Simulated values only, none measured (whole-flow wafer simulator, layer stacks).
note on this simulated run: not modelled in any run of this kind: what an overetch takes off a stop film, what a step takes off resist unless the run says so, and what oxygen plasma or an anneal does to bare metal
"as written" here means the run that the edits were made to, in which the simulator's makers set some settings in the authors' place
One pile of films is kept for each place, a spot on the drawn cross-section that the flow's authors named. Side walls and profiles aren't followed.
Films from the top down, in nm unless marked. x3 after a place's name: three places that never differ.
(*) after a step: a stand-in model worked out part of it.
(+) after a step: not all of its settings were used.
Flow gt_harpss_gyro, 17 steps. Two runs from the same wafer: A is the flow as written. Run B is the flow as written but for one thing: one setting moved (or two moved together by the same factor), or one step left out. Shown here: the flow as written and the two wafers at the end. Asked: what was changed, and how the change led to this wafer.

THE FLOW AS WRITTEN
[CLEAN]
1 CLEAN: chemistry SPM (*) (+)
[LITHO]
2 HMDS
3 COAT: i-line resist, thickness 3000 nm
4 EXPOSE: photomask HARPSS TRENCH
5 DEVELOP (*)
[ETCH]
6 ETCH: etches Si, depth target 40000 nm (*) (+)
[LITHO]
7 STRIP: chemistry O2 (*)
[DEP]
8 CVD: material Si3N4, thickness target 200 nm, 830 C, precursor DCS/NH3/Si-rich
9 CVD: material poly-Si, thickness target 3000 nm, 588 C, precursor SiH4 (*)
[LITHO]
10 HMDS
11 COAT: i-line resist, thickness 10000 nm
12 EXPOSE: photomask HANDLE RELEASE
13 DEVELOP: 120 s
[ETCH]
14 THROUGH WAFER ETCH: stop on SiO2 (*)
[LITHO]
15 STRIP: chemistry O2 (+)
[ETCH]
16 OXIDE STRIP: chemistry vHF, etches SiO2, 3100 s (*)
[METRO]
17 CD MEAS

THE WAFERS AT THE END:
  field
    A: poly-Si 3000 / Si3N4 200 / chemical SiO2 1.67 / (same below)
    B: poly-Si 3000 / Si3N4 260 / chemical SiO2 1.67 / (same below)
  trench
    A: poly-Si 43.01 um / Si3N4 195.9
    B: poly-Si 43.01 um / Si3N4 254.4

The cause: step 8, CVD: thickness target 260 nm was run, where the flow has thickness target 200 nm.
It can be read off the wafer: field has Si3N4 260, and step 8 as written asks for 200 nm.

How the change led to this, step by step:
  8 CVD: material Si3N4, thickness target 200 nm, 830 C, precursor DCS/NH3/Si-rich
      field: A Si3N4 +200 (new film) | B Si3N4 +260 (new film)
      trench: A Si3N4 +195.9 (new film) | B Si3N4 +254.4 (new film)
